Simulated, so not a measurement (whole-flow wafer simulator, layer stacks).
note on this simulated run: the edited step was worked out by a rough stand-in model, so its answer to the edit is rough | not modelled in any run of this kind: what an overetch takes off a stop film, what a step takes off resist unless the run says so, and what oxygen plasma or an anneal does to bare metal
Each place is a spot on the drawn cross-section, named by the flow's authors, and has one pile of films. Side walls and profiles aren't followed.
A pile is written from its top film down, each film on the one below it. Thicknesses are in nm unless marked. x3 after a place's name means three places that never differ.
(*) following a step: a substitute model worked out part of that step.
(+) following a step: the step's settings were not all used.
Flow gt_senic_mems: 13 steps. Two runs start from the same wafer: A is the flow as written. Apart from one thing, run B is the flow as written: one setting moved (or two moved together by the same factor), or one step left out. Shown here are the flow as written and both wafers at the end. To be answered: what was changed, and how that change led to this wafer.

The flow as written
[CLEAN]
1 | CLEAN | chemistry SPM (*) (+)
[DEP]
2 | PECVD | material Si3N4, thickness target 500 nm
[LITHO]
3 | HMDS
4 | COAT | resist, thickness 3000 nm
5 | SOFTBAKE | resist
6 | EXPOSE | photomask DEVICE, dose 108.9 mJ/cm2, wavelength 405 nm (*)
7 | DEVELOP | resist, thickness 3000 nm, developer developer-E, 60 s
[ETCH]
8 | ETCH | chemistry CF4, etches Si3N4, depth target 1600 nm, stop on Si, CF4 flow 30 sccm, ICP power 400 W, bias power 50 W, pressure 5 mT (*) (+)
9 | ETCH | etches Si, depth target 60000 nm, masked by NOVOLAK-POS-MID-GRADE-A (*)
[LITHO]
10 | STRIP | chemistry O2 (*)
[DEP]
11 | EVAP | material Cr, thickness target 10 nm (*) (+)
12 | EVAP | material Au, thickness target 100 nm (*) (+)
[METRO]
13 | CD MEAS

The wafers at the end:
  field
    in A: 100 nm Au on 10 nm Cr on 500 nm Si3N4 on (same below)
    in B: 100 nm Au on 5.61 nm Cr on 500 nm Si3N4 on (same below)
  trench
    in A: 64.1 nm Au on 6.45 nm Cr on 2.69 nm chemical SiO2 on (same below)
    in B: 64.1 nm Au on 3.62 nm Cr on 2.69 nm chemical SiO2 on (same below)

Cause: step 11, EVAP: thickness target 5.61 nm was run, while the flow as written has thickness target 10 nm.
The wafer itself shows it: field has Cr 5.61, and step 11 as written asks for 10 nm.

How this came from the change, step by step:
  11 | EVAP | material Cr, thickness target 10 nm (*) (+)
      field: A +10 Cr (new film) | B +5.61 Cr (new film)
      trench: A +6.45 Cr (new film) | B +3.62 Cr (new film)
